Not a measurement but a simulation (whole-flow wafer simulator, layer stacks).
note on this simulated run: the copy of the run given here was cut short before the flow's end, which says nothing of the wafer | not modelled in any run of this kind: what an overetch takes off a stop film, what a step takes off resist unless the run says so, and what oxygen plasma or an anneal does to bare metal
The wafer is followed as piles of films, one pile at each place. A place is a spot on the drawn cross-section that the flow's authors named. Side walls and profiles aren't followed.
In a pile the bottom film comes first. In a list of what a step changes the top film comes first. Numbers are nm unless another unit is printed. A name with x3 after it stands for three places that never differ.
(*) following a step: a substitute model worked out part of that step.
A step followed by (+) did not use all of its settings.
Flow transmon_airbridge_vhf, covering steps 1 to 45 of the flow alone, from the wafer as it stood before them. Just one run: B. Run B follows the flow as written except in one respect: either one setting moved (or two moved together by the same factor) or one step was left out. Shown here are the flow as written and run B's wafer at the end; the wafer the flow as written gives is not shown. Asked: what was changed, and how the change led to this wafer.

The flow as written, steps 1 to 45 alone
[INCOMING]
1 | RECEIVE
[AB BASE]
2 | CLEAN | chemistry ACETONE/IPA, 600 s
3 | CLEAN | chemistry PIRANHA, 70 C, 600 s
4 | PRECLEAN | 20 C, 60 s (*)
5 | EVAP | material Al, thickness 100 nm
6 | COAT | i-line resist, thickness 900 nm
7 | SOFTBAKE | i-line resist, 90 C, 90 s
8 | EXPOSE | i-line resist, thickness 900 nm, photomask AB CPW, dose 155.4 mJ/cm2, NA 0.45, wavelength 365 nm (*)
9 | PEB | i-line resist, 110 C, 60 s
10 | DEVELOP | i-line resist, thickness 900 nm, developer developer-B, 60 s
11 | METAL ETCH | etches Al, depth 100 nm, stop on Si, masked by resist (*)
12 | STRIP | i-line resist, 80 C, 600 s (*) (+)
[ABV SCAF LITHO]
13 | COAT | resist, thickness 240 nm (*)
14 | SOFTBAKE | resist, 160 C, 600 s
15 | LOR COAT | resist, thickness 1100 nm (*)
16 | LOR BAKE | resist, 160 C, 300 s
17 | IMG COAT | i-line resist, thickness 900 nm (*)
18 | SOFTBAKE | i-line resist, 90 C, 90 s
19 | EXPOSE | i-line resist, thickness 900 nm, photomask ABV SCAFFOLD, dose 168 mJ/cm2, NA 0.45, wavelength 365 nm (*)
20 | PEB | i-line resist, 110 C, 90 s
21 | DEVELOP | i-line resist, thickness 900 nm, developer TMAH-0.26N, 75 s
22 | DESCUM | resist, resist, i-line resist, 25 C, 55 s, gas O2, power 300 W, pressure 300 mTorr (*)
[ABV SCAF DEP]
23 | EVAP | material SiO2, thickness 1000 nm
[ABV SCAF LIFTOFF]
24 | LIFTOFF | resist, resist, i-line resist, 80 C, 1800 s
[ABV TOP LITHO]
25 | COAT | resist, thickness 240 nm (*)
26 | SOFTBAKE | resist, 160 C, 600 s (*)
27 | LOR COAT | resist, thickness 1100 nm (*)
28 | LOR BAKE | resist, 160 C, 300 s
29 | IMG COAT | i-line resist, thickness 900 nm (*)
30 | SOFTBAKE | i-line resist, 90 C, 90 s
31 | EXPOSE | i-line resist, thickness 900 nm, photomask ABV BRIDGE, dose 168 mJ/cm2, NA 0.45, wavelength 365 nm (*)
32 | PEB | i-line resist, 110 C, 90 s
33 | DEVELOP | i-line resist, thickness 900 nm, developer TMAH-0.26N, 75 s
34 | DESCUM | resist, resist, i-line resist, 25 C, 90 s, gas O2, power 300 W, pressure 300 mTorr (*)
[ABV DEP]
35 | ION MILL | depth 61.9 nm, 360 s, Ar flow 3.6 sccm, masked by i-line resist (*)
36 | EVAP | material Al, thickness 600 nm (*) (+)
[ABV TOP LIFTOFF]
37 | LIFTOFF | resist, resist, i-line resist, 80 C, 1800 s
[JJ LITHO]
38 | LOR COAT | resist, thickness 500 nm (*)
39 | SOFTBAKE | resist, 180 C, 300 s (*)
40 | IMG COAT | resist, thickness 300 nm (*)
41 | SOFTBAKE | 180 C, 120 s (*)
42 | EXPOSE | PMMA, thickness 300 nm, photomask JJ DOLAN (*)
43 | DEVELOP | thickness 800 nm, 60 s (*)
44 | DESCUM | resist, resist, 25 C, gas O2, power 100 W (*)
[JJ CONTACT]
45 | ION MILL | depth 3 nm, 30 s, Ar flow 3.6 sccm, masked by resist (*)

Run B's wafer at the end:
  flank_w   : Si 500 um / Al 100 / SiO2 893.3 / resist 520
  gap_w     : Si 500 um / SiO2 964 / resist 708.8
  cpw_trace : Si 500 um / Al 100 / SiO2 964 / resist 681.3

Cause: step 36, EVAP: material Al, thickness 600 nm (*) (+), was omitted.

How this came from the change, step by step:
  37 | LIFTOFF | resist, resist, i-line resist, 80 C, 1800 s
      field x3, jj_line, trace_open_s x2: -600 i-line resist (all of it), -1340 resist (all of it) (it would be, as written: -600 Al (all of it), -600 i-line resist (all of it), -1340 resist (all of it))
      margin_s, margin_n: -318.3 i-line resist (all of it), -992 resist (all of it) (it would be, as written: -600 Al (all of it), -318.3 i-line resist (all of it), -992 resist (all of it))
      (as well as at 1 more place)
  38 | LOR COAT | resist, thickness 500 nm (*)
      pad_w, pad_e: +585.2 resist (new film) (it would be, as written: +517 resist (new film))
      flank_w, flank_e: +318.6 resist (new film) (it would be, as written: +306.5 resist (new film))
      (as well as at 6 more places)
  40 | IMG COAT | resist, thickness 300 nm (*)
      pad_w, pad_e: +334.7 resist (it would be, as written: +300.1 resist)
      flank_w, flank_e: +233.2 resist (it would be, as written: +212.1 resist)
      (as well as at 6 more places)
If metal films that touch count as one body, flank_w has 1 body; the flow as written gives 2 bodies (between them, from the top down: SiO2 893.3).
If metal films that touch count as one body, gap_w has 0 bodies; the flow as written gives 1 body.
If metal films that touch count as one body, cpw_trace has 1 body; the flow as written gives 2 bodies (between them, from the top down: SiO2 964).
